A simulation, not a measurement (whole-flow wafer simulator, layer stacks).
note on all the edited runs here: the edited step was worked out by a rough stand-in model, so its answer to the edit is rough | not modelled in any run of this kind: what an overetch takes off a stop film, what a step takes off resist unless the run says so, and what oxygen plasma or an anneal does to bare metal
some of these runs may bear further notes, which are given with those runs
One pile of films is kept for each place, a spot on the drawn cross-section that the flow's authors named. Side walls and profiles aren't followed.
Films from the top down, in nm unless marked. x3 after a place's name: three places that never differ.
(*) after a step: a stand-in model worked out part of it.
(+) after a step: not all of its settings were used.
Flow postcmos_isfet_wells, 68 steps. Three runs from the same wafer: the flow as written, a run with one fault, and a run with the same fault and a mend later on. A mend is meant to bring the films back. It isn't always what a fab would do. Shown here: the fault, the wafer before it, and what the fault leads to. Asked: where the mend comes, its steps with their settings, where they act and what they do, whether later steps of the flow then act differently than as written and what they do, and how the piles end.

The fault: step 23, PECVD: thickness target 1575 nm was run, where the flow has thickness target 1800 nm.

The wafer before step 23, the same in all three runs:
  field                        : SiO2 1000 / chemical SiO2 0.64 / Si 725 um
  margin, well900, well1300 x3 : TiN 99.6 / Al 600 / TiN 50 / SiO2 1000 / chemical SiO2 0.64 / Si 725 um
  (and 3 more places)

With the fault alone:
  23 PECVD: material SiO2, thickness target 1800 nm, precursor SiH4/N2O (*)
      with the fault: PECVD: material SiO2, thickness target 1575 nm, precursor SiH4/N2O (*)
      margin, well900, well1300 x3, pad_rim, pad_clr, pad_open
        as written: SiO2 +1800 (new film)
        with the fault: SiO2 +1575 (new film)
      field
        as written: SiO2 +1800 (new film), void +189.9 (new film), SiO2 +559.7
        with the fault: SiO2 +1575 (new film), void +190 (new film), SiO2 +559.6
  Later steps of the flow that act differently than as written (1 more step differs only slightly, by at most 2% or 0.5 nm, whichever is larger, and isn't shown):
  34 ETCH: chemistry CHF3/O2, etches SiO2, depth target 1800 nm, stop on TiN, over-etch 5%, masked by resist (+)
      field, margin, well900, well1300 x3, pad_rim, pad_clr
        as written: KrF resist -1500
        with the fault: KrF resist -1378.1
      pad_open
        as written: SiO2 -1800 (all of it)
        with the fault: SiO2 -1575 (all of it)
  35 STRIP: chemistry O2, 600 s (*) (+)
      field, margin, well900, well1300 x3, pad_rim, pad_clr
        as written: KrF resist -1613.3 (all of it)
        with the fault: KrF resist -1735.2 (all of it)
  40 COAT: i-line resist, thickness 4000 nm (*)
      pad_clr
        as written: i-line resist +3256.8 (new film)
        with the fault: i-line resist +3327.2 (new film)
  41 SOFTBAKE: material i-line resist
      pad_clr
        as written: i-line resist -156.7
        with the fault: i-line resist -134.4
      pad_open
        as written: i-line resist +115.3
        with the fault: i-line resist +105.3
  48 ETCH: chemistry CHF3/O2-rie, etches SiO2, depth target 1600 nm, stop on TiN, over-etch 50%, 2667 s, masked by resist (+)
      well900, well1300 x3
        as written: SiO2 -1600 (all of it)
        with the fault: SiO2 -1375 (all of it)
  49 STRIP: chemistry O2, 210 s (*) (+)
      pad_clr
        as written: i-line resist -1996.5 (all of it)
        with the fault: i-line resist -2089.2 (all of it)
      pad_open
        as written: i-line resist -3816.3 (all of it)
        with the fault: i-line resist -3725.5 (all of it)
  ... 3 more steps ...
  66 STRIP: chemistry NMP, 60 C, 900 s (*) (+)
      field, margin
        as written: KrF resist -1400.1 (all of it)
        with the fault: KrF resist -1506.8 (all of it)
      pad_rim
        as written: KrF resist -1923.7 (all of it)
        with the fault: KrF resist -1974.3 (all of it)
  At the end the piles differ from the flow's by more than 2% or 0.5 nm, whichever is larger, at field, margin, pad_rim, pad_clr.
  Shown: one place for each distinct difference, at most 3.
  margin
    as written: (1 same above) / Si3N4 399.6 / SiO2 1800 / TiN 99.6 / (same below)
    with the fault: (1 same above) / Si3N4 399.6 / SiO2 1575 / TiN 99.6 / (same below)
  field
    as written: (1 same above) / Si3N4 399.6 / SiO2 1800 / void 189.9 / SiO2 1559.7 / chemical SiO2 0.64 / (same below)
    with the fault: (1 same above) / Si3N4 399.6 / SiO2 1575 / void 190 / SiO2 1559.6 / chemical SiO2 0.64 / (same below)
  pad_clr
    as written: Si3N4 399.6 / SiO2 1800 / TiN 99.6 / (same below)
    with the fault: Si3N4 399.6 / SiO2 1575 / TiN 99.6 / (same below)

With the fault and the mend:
  The mend comes after step 23.
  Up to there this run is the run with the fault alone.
  23a PECVD: material SiO2, thickness target 225 nm, precursor SiH4/N2O (*) (the flow's step 23 once more, with other settings)
      field, margin, well900, well1300 x3, pad_rim, pad_clr, pad_open
        SiO2 +225
  No later step of the flow acts differently than as written at any place that is followed.
  At the end the piles differ from the flow's only slightly at the places that both follow, by at most 2% or 0.5 nm, whichever is larger.
